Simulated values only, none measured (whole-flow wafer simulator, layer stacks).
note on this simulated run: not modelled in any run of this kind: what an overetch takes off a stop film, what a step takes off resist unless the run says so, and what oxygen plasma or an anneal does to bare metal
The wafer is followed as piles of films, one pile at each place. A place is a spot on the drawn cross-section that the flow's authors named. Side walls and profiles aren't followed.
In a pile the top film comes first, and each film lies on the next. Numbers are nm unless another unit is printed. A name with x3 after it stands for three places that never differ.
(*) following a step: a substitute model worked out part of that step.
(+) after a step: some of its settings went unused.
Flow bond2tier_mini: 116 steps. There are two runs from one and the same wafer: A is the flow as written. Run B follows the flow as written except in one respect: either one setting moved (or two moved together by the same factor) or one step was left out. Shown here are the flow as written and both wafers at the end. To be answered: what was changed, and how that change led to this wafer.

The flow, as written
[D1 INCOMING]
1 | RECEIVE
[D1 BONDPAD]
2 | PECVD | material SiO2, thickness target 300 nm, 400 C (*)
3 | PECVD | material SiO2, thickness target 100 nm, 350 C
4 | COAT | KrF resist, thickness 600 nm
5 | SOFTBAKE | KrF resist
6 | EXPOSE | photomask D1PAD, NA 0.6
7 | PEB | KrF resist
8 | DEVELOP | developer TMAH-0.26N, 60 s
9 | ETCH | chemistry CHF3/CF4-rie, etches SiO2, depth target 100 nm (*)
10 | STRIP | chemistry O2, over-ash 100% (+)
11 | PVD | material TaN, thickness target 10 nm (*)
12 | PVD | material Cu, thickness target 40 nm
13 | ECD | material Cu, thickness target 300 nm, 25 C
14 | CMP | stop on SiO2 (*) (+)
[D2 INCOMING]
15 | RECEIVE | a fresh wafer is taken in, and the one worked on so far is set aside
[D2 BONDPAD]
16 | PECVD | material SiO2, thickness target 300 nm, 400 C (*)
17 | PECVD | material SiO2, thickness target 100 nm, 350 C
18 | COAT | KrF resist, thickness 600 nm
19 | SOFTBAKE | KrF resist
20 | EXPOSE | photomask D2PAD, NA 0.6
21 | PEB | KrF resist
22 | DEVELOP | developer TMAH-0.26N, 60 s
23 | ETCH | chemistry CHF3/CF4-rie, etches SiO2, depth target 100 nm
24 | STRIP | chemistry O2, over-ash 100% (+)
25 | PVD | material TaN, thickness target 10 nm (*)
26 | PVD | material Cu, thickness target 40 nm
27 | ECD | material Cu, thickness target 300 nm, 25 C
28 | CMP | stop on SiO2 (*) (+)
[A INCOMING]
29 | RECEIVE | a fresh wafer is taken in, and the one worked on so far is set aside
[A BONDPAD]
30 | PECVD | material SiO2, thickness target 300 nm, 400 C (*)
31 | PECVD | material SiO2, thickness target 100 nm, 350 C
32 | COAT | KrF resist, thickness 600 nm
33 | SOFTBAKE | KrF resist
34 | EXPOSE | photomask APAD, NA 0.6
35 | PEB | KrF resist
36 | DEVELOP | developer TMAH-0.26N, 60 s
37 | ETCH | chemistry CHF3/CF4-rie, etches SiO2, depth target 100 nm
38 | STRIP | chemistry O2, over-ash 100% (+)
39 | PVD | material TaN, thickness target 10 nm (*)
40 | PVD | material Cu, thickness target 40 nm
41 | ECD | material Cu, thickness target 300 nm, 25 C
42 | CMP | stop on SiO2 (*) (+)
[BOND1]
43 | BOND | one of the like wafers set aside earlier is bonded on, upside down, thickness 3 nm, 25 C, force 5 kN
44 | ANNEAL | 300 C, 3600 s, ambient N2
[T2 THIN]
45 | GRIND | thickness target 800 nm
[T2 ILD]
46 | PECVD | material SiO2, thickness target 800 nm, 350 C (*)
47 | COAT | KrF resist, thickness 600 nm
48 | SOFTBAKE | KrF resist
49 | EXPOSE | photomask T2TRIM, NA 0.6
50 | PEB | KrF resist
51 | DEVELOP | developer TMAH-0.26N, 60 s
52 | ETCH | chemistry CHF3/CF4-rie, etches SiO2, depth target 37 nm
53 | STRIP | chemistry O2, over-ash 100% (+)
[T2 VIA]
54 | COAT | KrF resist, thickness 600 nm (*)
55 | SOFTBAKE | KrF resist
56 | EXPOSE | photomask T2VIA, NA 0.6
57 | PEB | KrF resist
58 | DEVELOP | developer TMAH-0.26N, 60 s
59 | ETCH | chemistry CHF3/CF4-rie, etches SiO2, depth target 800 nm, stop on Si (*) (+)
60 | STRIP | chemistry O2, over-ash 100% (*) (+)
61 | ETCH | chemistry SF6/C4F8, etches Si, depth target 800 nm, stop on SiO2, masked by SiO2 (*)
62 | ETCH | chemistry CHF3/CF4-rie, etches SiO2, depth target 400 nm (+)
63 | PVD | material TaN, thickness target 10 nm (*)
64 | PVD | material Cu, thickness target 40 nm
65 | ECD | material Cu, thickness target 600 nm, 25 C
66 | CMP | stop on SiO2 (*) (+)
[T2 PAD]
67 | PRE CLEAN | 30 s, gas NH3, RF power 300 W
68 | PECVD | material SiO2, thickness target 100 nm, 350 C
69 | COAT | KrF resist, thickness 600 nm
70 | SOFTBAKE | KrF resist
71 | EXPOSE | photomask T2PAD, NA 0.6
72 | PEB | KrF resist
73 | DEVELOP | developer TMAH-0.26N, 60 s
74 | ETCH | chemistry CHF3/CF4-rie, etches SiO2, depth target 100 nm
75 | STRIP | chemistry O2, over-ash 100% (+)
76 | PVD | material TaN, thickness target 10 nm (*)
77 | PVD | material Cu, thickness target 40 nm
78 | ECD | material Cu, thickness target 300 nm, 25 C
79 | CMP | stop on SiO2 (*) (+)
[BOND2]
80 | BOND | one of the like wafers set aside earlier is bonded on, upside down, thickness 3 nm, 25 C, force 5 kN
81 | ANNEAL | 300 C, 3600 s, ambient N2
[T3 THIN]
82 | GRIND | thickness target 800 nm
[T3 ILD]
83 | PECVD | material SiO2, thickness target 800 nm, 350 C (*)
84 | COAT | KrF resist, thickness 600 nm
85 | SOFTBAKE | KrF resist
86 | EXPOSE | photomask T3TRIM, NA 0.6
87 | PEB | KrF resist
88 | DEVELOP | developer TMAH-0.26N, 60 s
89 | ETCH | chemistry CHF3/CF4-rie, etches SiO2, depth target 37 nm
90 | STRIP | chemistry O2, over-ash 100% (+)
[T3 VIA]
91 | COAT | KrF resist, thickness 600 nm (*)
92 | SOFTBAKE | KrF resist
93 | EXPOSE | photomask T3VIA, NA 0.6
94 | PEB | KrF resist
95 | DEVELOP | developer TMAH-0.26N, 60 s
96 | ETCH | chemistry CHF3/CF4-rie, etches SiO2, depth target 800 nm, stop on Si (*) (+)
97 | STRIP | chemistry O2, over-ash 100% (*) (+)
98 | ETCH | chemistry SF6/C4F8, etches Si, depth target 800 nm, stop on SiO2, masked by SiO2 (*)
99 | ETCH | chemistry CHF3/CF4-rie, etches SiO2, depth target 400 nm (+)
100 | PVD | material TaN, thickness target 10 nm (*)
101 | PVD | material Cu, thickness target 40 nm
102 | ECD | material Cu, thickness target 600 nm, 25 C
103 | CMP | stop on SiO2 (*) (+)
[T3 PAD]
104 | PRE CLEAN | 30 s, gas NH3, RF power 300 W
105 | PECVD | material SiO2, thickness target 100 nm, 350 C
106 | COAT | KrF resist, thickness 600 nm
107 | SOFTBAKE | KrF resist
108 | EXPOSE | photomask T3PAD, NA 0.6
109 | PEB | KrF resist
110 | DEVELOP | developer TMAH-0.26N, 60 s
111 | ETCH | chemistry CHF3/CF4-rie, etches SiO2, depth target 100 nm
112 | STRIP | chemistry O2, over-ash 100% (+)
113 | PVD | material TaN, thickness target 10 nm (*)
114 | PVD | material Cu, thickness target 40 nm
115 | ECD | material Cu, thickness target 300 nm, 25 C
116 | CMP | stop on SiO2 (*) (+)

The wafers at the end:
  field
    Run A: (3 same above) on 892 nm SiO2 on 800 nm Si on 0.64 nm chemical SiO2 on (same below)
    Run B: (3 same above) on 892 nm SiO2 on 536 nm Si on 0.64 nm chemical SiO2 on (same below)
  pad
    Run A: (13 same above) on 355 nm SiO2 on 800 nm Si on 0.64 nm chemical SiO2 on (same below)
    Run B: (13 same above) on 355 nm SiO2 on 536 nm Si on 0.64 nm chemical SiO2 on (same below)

Cause: step 45, GRIND: thickness target 536 nm was run, while the flow as written has thickness target 800 nm.
The wafer lets one read it off: field has Si 536, and step 45 as written asks for 800 nm.

Step by step, how the change led to this:
  45 | GRIND | thickness target 800 nm
      field, pad, via: A Si loses 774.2 um | B Si loses 774.46 um
